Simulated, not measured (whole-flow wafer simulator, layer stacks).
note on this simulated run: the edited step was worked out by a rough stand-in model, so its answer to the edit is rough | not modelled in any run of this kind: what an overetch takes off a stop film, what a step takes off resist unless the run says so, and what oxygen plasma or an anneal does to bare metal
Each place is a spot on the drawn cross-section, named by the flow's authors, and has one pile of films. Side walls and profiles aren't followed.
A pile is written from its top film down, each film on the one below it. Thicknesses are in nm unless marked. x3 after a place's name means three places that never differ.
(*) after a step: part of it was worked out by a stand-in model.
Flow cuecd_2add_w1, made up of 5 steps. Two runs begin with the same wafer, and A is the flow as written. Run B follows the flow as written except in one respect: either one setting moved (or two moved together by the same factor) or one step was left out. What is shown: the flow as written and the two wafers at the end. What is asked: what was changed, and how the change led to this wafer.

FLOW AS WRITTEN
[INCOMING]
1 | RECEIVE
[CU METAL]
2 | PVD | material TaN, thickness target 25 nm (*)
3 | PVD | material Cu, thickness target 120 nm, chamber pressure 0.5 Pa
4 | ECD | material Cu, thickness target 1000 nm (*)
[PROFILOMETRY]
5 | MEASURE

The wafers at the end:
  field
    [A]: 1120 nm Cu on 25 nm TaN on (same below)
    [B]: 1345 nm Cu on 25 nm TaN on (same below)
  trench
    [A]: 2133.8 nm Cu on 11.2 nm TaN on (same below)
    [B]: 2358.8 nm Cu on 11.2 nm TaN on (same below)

The reason: step 4, ECD: thickness target 1225 nm was run, though the flow has thickness target 1000 nm.

How this came from the change, step by step:
  4 | ECD | material Cu, thickness target 1000 nm (*)
      field: A +1000 Cu | B +1225 Cu
      trench: A +2080.2 Cu | B +2305.2 Cu
